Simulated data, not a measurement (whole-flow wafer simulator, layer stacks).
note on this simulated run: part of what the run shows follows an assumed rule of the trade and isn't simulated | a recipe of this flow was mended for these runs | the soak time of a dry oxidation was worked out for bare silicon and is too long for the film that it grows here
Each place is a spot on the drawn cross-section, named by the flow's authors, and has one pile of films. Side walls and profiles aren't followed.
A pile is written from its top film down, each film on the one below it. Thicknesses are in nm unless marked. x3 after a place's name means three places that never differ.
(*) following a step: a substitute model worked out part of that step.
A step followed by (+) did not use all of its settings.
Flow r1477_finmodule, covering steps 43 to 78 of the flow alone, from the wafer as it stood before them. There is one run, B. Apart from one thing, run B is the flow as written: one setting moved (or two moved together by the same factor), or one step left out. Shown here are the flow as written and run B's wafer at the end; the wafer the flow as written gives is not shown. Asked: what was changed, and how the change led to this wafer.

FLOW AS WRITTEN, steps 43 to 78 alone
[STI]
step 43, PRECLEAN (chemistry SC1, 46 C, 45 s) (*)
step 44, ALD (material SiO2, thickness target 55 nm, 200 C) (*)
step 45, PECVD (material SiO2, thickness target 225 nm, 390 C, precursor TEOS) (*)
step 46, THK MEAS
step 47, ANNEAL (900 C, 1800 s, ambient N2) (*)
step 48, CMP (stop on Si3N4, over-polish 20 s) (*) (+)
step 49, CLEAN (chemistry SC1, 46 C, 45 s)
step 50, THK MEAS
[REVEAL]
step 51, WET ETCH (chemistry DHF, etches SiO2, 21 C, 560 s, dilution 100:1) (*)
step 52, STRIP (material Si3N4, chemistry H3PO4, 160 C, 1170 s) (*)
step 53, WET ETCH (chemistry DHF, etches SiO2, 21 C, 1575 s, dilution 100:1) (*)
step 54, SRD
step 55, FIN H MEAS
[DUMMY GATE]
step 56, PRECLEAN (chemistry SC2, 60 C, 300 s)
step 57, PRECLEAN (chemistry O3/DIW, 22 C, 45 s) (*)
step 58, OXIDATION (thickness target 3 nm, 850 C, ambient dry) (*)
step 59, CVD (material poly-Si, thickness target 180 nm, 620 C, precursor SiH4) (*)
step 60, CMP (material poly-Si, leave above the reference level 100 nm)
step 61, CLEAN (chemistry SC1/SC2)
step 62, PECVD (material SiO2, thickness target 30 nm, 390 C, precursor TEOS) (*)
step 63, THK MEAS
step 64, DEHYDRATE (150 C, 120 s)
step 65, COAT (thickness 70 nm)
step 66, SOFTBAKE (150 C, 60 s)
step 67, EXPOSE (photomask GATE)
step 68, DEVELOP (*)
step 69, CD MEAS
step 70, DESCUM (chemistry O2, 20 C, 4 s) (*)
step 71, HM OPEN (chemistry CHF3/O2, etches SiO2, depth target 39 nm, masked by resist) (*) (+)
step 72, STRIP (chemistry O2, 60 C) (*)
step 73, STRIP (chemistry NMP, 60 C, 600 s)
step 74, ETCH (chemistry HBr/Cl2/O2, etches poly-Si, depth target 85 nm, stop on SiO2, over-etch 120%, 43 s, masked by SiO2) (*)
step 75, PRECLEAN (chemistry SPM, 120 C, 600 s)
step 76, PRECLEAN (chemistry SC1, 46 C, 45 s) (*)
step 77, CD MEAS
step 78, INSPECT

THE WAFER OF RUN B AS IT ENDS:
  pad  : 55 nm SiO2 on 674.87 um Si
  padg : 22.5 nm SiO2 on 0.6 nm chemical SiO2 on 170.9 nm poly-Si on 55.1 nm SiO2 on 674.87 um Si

Cause: step 45, PECVD: thickness target 125 nm was run, though the flow has thickness target 225 nm.

How this came from the change, step by step:
  step 45, PECVD (material SiO2, thickness target 225 nm, 390 C, precursor TEOS) (*)
      pad, padg, elg x4 and 30 more: SiO2 gains 125 (in the flow as written it would be: SiO2 gains 225)
  step 47, ANNEAL (900 C, 1800 s, ambient N2) (*)
      pad, padg, elg x4 and 30 more: SiO2 loses 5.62 (in the flow as written it would be: SiO2 loses 10.1)
  step 48, CMP (stop on Si3N4, over-polish 20 s) (*) (+)
      pad, padg: nothing (in the flow as written it would be: SiO2 loses 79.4)
      elg x4, esg x3, e200sg, elo x4, eso x3, e200so: SiO2 loses 152.1 (in the flow as written it would be: SiO2 loses 247.6)
      (also at 18 further places)
  step 60, CMP (material poly-Si, leave above the reference level 100 nm)
      pad, padg: poly-Si loses 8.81 (in the flow as written it would be: poly-Si loses 24.8)
  step 74, ETCH (chemistry HBr/Cl2/O2, etches poly-Si, depth target 85 nm, stop on SiO2, over-etch 120%, 43 s, masked by SiO2) (*)
      pad: chemical SiO2 loses 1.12 (all of it), poly-Si loses 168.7 (all of it) (in the flow as written it would be: chemical SiO2 loses 1.12 (all of it), poly-Si loses 152.8 (all of it), SiO2 loses 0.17)
